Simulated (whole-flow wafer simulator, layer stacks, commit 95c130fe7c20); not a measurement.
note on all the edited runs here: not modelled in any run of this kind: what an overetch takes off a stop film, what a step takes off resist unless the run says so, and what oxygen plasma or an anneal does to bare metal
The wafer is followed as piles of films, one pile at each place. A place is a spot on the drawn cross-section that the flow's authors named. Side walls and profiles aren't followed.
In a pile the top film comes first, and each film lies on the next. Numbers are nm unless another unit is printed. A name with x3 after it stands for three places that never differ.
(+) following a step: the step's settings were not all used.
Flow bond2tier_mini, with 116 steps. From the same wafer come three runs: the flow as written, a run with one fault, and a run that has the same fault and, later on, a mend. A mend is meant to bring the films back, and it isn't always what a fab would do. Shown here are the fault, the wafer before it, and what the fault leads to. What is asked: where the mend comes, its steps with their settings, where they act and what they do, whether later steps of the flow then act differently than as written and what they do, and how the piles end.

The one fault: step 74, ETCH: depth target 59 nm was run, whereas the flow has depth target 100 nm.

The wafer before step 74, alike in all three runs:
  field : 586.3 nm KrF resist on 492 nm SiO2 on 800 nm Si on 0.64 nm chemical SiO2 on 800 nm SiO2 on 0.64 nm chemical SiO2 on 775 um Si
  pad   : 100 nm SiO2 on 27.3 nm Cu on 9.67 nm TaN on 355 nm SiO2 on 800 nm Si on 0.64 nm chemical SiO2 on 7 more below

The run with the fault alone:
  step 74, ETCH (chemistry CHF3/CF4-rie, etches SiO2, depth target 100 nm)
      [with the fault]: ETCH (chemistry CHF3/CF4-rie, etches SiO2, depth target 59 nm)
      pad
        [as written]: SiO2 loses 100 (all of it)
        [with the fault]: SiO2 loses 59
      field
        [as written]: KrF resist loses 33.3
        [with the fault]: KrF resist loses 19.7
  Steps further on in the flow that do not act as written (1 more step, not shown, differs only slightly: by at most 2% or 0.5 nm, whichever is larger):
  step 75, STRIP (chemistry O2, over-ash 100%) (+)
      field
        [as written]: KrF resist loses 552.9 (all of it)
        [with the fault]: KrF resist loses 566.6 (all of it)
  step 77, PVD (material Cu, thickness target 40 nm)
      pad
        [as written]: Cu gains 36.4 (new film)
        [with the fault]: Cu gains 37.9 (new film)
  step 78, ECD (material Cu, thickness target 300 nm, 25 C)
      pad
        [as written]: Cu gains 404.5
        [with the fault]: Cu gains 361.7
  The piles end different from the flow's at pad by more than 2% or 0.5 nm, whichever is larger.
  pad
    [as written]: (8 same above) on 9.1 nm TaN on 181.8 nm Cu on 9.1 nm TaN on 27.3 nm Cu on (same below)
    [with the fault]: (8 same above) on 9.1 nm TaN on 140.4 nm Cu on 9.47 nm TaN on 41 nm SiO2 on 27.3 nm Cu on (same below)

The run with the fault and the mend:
  After step 74 comes the mend.
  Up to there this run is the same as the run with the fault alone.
  step 74a, ETCH (chemistry CHF3/CF4-rie, etches SiO2, depth target 41 nm) (a further turn of the flow's step 74, with different settings)
      field
        KrF resist loses 13.7
      pad
        SiO2 loses 41 (all of it)
  Every later step of the flow that is run acts as written at every place that is followed.
  By the end, the piles equal the flow's at every place that both follow.
